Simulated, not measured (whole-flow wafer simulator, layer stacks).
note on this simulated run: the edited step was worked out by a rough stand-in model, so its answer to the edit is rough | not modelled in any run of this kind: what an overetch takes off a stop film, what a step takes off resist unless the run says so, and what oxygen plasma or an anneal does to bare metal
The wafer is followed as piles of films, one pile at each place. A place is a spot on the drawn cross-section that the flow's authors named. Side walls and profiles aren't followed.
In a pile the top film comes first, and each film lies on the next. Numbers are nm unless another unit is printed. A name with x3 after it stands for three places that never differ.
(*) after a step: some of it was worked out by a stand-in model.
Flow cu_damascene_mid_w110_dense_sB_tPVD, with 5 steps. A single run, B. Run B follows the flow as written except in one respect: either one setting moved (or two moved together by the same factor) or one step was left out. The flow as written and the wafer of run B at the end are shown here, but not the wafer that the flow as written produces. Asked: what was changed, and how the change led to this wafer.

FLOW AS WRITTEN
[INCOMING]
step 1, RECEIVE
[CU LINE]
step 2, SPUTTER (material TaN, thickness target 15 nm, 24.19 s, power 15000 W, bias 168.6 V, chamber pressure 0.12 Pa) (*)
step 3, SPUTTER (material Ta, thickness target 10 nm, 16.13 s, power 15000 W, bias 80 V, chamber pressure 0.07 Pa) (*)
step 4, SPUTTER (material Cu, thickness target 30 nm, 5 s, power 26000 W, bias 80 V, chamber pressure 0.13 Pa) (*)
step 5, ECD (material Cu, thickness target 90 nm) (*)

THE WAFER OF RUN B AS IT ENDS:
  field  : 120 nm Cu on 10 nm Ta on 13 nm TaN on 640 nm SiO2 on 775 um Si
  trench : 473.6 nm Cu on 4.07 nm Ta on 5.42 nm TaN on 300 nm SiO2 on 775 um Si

Cause: step 2, SPUTTER: power 13050 W was run, while the flow as written has power 15000 W.

The path from the change to this, step by step:
  step 2, SPUTTER (material TaN, thickness target 15 nm, 24.19 s, power 15000 W, bias 168.6 V, chamber pressure 0.12 Pa) (*)
      field: +13 TaN (new film) (in the flow as written it would be: +15 TaN (new film))
      trench: +5.42 TaN (new film) (in the flow as written it would be: +6.23 TaN (new film))
